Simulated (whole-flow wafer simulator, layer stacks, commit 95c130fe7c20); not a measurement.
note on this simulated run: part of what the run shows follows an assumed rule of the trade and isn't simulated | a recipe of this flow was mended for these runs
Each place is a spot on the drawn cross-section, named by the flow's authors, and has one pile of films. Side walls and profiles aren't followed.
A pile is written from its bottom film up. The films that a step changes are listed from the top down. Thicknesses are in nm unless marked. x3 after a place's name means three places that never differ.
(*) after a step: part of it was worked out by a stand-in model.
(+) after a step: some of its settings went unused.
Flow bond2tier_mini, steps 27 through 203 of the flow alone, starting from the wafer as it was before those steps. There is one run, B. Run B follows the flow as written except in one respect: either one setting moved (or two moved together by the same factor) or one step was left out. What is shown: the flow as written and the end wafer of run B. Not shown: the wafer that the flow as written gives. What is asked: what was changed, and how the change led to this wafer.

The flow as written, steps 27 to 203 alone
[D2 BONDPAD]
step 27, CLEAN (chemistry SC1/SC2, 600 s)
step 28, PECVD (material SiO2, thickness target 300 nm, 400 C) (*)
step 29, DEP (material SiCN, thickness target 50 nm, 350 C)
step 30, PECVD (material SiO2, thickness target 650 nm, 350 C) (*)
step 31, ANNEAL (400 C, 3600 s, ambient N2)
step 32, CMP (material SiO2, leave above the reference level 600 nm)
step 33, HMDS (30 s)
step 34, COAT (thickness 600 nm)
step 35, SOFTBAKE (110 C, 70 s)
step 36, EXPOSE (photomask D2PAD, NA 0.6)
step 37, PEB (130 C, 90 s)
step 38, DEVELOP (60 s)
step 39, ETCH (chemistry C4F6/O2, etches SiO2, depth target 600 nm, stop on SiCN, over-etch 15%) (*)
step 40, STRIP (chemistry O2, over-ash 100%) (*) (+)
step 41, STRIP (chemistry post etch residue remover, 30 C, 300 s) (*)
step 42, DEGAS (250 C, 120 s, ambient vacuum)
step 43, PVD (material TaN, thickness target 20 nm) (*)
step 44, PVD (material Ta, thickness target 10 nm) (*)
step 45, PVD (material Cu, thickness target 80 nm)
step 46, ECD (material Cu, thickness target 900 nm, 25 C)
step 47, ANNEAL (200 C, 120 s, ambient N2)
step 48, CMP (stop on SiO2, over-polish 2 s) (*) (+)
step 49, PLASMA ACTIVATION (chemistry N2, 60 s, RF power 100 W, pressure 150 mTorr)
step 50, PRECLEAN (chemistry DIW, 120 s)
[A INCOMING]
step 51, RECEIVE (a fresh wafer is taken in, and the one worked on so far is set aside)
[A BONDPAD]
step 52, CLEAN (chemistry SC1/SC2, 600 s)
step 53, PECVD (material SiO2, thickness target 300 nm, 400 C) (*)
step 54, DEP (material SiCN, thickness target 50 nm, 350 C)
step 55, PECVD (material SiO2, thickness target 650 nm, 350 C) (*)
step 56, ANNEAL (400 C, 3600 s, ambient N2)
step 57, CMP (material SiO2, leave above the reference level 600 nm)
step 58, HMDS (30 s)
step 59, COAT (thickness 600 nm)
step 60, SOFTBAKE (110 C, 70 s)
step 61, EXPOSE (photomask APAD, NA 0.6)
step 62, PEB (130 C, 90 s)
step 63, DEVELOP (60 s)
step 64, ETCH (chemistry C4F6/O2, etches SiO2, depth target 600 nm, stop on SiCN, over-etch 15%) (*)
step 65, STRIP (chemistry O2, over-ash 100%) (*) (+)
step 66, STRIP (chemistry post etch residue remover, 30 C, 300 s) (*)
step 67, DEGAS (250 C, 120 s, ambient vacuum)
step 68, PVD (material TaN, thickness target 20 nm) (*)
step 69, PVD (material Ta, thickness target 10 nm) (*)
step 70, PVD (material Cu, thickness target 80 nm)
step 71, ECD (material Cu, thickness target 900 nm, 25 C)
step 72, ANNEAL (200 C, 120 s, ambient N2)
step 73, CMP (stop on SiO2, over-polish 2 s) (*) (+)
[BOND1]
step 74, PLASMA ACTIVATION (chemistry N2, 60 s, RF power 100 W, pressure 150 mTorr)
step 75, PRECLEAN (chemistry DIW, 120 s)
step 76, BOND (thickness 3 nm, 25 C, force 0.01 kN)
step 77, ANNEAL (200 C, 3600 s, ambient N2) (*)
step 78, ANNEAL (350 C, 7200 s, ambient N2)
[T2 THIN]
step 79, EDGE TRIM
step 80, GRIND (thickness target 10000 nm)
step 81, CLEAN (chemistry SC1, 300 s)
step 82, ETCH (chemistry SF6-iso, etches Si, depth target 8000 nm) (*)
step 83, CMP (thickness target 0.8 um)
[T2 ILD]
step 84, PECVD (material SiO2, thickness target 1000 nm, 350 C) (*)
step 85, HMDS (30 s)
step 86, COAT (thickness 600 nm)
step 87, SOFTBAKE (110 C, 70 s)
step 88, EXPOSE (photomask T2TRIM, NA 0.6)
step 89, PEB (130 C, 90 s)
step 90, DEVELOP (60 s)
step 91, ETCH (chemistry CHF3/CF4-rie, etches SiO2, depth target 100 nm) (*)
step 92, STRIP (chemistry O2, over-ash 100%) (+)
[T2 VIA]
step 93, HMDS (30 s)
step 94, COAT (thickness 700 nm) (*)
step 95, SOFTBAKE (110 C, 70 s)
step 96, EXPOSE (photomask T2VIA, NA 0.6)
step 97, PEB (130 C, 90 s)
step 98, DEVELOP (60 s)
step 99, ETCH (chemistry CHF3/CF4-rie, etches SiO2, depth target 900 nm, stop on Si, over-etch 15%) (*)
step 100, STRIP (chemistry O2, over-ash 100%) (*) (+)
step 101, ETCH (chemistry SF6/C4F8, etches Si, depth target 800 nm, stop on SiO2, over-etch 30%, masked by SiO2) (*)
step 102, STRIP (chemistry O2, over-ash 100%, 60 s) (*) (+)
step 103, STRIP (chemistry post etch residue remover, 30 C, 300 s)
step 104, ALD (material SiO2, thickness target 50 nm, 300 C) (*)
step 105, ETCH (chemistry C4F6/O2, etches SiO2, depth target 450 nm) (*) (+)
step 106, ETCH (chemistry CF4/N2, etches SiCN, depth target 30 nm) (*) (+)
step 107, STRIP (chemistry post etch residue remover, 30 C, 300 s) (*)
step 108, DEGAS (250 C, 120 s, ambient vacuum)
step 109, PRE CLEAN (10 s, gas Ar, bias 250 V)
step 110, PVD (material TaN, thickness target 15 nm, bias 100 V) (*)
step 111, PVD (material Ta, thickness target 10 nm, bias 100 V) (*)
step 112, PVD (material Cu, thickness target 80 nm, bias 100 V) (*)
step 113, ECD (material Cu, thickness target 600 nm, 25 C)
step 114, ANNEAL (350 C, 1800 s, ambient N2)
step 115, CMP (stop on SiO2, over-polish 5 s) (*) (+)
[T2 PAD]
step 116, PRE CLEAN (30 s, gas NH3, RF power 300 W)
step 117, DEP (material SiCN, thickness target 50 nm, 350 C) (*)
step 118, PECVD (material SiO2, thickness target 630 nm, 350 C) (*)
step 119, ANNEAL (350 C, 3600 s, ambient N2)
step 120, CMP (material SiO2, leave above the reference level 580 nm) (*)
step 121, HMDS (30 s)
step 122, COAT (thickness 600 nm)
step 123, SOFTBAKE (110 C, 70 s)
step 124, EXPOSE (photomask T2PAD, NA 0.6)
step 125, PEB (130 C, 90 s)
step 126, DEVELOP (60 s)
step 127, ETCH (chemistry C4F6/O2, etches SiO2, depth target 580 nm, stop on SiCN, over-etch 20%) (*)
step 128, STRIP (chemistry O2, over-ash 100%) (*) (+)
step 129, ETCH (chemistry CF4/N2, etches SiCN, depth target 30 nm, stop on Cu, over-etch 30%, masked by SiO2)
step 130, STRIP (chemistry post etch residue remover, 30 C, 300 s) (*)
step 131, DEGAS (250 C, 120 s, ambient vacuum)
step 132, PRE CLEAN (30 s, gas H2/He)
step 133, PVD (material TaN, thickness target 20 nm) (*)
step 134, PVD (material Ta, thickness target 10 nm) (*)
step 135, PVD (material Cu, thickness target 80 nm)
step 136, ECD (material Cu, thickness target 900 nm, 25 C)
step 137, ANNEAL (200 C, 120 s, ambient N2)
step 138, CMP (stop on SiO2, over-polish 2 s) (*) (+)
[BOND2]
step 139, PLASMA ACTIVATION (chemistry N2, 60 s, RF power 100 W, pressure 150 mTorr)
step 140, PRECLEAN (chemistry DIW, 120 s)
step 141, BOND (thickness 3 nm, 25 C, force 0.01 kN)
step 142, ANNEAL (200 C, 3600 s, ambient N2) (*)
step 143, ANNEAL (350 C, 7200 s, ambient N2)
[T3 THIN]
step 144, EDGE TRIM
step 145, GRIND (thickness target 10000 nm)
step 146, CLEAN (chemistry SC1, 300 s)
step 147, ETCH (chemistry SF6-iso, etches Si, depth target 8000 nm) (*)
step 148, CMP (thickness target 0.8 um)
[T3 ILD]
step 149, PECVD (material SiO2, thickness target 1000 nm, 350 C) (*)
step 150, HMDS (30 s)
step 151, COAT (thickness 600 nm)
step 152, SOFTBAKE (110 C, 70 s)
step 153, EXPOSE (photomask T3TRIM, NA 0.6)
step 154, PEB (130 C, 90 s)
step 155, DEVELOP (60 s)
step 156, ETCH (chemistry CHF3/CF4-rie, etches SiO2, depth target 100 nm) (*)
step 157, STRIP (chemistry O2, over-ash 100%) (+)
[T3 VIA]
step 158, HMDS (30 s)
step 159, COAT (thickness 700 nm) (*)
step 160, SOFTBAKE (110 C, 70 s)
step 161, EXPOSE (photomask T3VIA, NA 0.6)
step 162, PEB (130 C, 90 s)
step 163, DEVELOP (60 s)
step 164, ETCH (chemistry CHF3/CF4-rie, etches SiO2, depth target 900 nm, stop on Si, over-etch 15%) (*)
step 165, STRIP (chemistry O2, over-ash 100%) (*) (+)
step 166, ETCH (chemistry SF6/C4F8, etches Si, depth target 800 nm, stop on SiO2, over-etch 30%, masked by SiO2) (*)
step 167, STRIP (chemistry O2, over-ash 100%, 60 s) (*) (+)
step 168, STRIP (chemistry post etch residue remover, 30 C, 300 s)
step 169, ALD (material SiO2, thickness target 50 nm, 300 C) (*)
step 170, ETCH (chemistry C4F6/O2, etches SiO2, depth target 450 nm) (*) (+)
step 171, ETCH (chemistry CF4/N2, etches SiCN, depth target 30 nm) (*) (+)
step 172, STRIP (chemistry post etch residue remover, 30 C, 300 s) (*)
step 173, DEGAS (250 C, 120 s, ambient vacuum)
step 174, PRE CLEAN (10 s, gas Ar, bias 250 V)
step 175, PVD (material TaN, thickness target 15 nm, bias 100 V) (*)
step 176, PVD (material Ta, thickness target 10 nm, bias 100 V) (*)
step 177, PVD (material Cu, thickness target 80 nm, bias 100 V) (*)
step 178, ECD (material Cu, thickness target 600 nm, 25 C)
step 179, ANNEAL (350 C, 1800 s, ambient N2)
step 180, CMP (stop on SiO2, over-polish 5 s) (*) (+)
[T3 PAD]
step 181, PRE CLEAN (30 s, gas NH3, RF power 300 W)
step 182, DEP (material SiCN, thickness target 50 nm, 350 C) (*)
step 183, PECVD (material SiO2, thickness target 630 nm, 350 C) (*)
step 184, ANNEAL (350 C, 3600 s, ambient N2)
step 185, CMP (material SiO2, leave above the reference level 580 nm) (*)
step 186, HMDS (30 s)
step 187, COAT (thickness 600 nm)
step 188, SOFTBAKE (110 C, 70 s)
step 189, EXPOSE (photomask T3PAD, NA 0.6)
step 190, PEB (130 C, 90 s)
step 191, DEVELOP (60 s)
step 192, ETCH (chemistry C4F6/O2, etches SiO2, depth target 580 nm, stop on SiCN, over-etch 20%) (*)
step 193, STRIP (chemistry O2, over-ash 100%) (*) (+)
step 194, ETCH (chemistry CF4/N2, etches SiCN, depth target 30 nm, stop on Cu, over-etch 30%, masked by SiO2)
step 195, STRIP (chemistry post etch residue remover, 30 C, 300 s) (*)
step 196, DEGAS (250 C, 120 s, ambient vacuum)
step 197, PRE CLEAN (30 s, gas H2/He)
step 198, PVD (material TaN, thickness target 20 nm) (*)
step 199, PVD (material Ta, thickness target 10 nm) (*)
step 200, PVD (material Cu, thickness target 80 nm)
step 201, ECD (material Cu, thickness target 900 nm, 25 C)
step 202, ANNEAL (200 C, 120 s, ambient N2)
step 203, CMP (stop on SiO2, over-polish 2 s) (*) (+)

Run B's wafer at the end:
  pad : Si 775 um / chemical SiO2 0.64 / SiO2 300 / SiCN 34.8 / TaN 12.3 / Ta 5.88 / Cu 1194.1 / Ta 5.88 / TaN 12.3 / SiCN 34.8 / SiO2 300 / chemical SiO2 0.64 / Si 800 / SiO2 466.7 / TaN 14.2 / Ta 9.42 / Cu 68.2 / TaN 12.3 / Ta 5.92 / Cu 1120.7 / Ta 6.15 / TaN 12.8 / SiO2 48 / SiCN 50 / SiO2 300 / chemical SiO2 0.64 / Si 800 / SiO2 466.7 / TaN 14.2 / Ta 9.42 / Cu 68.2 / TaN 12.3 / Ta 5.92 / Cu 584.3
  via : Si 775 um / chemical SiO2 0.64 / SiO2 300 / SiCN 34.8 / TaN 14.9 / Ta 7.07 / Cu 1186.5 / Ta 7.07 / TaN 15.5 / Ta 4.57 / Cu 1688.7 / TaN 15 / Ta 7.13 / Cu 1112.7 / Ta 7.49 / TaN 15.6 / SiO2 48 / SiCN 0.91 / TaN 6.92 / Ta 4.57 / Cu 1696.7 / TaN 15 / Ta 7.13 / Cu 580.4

Cause: step 39, ETCH: depth target 480 nm was run, though the flow has depth target 600 nm.

Step by step, how the change led to this:
  step 39, ETCH (chemistry C4F6/O2, etches SiO2, depth target 600 nm, stop on SiCN, over-etch 15%) (*)
      pad, via: SiO2 loses 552 (in the flow as written it would be: SiO2 loses 600 (all of it), SiCN loses 15.2)
      field: thick-KrF-resist loses 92 (in the flow as written it would be: thick-KrF-resist loses 115)
  step 40, STRIP (chemistry O2, over-ash 100%) (*) (+)
      field: thick-KrF-resist loses 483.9 (all of it) (in the flow as written it would be: thick-KrF-resist loses 460.9 (all of it))
  step 43, PVD (material TaN, thickness target 20 nm) (*)
      via: TaN gains 15.6 (new film) (in the flow as written it would be: TaN gains 14.9 (new film))
  step 45, PVD (material Cu, thickness target 80 nm)
      pad: Cu gains 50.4 (new film) (in the flow as written it would be: Cu gains 48.4 (new film))
      via: Cu gains 62.1 (new film) (in the flow as written it would be: Cu gains 59 (new film))
  step 46, ECD (material Cu, thickness target 900 nm, 25 C)
      pad: Cu gains 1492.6 (in the flow as written it would be: Cu gains 1558.7)
      via: Cu gains 1476.8 (in the flow as written it would be: Cu gains 1544.3)
  step 141, BOND (thickness 3 nm, 25 C, force 0.01 kN)
      pad: Si gains 775 um (new film), chemical SiO2 gains 0.64 (new film), SiO2 gains 300 (new film), SiCN gains 50 (new film), SiO2 gains 48 (new film), TaN gains 12.8 (new film), Ta gains 6.15 (new film), Cu gains 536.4 (in the flow as written it would be: Si gains 775 um (new film), chemical SiO2 gains 0.64 (new film), SiO2 gains 300 (new film), SiCN gains 34.8 (new film), TaN gains 12.3 (new film), Ta gains 5.88 (new film), Cu gains 600.4)
      via: Si gains 775 um (new film), chemical SiO2 gains 0.64 (new film), SiO2 gains 300 (new film), SiCN gains 50 (new film), SiO2 gains 48 (new film), TaN gains 15.6 (new film), Ta gains 7.49 (new film), Cu gains 532.2 (in the flow as written it would be: Si gains 775 um (new film), chemical SiO2 gains 0.64 (new film), SiO2 gains 300 (new film), SiCN gains 34.8 (new film), TaN gains 14.9 (new film), Ta gains 7.07 (new film), Cu gains 596.6)
  step 171, ETCH (chemistry CF4/N2, etches SiCN, depth target 30 nm) (*) (+)
      via: SiCN loses 30 (in the flow as written it would be: SiCN loses 17.6 (all of it), TaN loses 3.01)
  step 174, PRE CLEAN (10 s, gas Ar, bias 250 V)
      via: SiCN loses 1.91 (in the flow as written it would be: TaN loses 3.19)
  step 175, PVD (material TaN, thickness target 15 nm, bias 100 V) (*)
      via: TaN gains 6.92 (new film) (in the flow as written it would be: TaN gains 6.94)
With metal films that touch counted as one body, via has 2 bodies (between them, from the top down: SiCN 0.91 / SiO2 48); the flow as written gives 1 body.
